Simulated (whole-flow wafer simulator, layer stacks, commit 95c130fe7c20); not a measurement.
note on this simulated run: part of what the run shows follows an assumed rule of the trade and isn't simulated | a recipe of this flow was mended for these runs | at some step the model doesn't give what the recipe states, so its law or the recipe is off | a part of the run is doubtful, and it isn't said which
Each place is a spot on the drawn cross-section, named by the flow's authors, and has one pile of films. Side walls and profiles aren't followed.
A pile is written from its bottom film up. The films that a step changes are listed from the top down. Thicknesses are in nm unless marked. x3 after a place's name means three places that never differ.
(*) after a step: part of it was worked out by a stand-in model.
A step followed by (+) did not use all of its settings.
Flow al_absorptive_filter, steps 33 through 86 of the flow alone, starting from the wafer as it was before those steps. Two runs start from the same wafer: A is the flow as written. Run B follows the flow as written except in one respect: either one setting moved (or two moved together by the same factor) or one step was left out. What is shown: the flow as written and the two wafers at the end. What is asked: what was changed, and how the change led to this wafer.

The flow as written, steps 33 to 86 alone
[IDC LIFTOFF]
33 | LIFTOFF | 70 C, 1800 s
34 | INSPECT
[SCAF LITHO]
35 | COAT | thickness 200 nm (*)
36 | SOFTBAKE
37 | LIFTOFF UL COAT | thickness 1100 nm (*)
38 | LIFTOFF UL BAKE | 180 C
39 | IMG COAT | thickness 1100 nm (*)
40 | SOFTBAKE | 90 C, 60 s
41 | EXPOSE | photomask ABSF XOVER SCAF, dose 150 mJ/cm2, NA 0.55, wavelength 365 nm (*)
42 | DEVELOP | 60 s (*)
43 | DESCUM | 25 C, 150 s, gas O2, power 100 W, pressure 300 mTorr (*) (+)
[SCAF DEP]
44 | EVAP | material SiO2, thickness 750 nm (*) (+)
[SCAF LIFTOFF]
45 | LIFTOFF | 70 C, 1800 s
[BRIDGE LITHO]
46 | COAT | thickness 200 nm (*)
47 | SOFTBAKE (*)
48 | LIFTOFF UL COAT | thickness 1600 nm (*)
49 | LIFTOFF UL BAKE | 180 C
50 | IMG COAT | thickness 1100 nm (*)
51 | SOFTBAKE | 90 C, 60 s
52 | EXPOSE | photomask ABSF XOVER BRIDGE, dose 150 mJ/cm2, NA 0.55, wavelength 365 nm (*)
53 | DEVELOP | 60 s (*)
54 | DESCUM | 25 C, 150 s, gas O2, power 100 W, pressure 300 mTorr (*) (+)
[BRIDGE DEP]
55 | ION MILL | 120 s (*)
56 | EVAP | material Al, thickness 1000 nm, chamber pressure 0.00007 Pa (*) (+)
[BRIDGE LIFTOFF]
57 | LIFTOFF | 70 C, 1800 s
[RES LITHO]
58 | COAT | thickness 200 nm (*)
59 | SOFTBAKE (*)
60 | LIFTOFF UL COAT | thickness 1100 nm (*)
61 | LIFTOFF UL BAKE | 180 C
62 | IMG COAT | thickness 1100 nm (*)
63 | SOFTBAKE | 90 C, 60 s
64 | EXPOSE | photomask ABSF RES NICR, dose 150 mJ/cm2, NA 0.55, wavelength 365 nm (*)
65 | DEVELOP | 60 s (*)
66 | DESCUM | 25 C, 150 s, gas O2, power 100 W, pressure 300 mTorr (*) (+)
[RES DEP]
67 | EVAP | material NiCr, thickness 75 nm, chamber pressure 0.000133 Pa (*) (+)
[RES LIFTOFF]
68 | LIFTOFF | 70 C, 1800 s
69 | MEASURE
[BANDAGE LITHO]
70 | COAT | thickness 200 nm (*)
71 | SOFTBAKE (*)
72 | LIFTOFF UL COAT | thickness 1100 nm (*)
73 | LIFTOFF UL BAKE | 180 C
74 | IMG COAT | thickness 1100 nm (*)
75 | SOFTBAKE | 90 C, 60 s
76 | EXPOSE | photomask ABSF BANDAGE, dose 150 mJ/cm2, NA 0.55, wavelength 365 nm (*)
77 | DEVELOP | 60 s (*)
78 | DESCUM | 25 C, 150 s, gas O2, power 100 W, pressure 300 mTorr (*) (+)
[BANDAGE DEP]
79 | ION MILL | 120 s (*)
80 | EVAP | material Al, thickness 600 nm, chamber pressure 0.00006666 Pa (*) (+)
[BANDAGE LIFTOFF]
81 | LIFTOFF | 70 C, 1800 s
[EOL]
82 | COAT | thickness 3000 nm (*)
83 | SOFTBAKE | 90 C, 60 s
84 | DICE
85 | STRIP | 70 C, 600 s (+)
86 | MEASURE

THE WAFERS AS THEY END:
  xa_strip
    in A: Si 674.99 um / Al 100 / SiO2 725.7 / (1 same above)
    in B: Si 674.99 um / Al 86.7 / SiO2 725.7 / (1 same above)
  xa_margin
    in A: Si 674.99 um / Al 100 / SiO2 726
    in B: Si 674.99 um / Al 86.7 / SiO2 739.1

The reason: step 35, COAT: thickness 200 nm (*), was skipped.

The path from the change to this, step by step:
  37 | LIFTOFF UL COAT | thickness 1100 nm (*)
      ledge: A lift-off-underlayer gains 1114 (new film) | B lift-off-underlayer gains 1080.3 (new film)
      res: A lift-off-underlayer gains 1148.2 (new film) | B lift-off-underlayer gains 1172.6 (new film)
      (and at 2 other places as well)
  42 | DEVELOP | 60 s (*)
      xa_margin, xa_strip: A i-line-resist loses 1100 (all of it), lift-off-underlayer loses 1100 (all of it) | B i-line-resist loses 1100 (all of it), lift-off-underlayer loses 1100 (all of it), Al loses 13.3
      xl_turn: A i-line-resist loses 1103.7 (all of it), lift-off-underlayer loses 1103.3 (all of it) | B i-line-resist loses 1105.4 (all of it), lift-off-underlayer loses 1086.2 (all of it), Al loses 13.3
      (and at 1 other place as well)
  43 | DESCUM | 25 C, 150 s, gas O2, power 100 W, pressure 300 mTorr (*) (+)
      xa_margin, xa_strip: A acrylic-e-beam-resist loses 200 (all of it) | B nothing
      xl_gap: A acrylic-e-beam-resist loses 265.9 (all of it) | B nothing
      (and at 11 other places as well)
  45 | LIFTOFF | 70 C, 1800 s
      gnd, xa_field, xl_land, idc_field: A SiO2 loses 750 (all of it), i-line-resist loses 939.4 (all of it), lift-off-underlayer loses 1100 (all of it), acrylic-e-beam-resist loses 200 (all of it) | B SiO2 loses 750 (all of it), i-line-resist loses 924.8 (all of it), lift-off-underlayer loses 1100 (all of it)
      pad_far: A SiO2 loses 750 (all of it), i-line-resist loses 937 (all of it), lift-off-underlayer loses 1092.7 (all of it), acrylic-e-beam-resist loses 198.5 (all of it) | B SiO2 loses 750 (all of it), i-line-resist loses 921.4 (all of it), lift-off-underlayer loses 1091.9 (all of it)
      (and at 5 other places as well)
  46 | COAT | thickness 200 nm (*)
      xa_margin: A acrylic-e-beam-resist gains 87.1 (new film) | B acrylic-e-beam-resist gains 83.4 (new film)
      xl_gap: A acrylic-e-beam-resist gains 97.9 (new film) | B acrylic-e-beam-resist gains 93.7 (new film)
      (and at 1 other place as well)
  54 | DESCUM | 25 C, 150 s, gas O2, power 100 W, pressure 300 mTorr (*) (+)
      xl_gap: A acrylic-e-beam-resist loses 97.9 (all of it) | B acrylic-e-beam-resist loses 93.7 (all of it)
      xl_turn: A acrylic-e-beam-resist loses 141.8 (all of it) | B acrylic-e-beam-resist loses 144.9 (all of it)
  57 | LIFTOFF | 70 C, 1800 s
      xa_margin: A Al loses 1000 (all of it), i-line-resist loses 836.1 (all of it), lift-off-underlayer loses 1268 (all of it), acrylic-e-beam-resist loses 87.1 (all of it) | B Al loses 1000 (all of it), i-line-resist loses 837.7 (all of it), lift-off-underlayer loses 1268.1 (all of it), acrylic-e-beam-resist loses 83.4 (all of it)
  70 | COAT | thickness 200 nm (*)
      xl_gap: A acrylic-e-beam-resist gains 114.6 (new film) | B acrylic-e-beam-resist gains 111 (new film)
  81 | LIFTOFF | 70 C, 1800 s
      xl_gap: A Al loses 600 (all of it), i-line-resist loses 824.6 (all of it), lift-off-underlayer loses 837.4 (all of it), acrylic-e-beam-resist loses 114.6 (all of it) | B Al loses 600 (all of it), i-line-resist loses 826.6 (all of it), lift-off-underlayer loses 836.9 (all of it), acrylic-e-beam-resist loses 111 (all of it)
